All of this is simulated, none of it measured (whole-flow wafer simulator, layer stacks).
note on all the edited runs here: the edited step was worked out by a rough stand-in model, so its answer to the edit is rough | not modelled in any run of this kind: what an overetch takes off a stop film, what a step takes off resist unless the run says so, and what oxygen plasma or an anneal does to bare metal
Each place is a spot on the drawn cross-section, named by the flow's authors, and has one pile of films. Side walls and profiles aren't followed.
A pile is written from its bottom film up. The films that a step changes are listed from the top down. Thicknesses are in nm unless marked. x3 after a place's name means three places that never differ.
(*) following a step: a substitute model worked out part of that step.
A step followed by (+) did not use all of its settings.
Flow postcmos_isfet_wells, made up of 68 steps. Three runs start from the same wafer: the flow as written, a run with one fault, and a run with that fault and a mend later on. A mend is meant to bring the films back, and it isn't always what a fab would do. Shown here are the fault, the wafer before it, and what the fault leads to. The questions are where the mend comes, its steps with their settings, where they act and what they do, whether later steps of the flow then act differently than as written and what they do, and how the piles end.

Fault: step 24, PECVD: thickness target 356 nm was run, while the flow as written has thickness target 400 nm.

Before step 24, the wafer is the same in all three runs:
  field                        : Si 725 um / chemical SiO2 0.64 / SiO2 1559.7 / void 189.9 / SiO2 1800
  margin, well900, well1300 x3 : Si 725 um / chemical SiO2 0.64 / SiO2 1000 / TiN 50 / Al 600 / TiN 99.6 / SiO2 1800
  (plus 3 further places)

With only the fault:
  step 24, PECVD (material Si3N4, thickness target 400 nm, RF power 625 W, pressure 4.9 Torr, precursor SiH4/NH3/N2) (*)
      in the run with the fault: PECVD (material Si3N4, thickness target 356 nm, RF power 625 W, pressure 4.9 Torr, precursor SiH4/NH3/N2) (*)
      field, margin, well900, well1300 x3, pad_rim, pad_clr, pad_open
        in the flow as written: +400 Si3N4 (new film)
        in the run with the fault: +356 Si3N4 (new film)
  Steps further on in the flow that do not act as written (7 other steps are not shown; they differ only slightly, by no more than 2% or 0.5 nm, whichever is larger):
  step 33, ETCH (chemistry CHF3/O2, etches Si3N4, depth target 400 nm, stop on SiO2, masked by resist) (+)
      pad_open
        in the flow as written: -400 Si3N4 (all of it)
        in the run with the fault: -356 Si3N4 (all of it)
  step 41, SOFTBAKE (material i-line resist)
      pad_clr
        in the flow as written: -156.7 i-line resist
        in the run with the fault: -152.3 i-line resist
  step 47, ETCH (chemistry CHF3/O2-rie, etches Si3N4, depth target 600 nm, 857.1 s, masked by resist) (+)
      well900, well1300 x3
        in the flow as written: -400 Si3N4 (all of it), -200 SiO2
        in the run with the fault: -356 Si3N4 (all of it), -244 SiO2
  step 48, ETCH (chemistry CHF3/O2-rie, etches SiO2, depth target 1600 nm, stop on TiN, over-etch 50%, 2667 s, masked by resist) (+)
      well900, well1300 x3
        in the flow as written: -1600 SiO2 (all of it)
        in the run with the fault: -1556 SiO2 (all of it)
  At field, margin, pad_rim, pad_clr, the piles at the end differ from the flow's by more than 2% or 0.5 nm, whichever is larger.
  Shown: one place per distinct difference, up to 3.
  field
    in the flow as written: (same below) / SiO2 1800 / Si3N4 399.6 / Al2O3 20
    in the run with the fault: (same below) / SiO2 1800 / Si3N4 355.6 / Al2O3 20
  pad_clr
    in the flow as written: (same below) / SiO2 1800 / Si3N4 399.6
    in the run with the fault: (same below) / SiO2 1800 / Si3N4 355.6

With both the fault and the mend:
  The mend stands after step 24.
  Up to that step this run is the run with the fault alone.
  step 24a, PECVD (material Si3N4, thickness target 44 nm, RF power 625 W, pressure 4.9 Torr, precursor SiH4/NH3/N2) (the flow's step 24, run once more with other settings)
      field, margin, well900, well1300 x3, pad_rim, pad_clr, pad_open
        +44 Si3N4
  Every later step of the flow that is run acts as written at every place that is followed.
  At every place that both follow, the piles at the end match the flow's.
